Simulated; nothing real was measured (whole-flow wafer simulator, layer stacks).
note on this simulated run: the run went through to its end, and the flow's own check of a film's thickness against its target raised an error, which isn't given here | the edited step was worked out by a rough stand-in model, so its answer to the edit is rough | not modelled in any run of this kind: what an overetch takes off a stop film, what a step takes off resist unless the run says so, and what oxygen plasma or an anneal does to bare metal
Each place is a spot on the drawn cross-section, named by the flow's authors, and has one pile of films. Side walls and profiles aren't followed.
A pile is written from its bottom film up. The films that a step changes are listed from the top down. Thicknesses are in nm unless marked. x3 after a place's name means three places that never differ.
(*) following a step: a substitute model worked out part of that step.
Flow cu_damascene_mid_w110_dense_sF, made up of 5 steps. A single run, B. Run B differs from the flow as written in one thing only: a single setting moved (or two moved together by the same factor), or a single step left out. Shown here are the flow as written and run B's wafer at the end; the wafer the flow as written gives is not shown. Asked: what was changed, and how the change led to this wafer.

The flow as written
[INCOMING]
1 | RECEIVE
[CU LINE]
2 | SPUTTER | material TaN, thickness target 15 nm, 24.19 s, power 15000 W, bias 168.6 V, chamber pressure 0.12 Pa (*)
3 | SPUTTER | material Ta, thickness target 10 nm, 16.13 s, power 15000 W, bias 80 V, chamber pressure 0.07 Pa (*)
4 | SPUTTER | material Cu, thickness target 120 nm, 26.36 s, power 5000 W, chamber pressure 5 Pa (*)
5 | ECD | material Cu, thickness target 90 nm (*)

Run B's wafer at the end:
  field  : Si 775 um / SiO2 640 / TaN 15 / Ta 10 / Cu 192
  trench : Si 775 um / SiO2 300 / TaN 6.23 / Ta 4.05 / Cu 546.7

The reason: step 5, ECD: thickness target 72 nm was run, though the flow has thickness target 90 nm.

How this came from the change, step by step:
  5 | ECD | material Cu, thickness target 90 nm (*)
      field: Cu gains 72 (in the flow as written it would be: Cu gains 90)
      trench: Cu gains 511 (in the flow as written it would be: Cu gains 529)
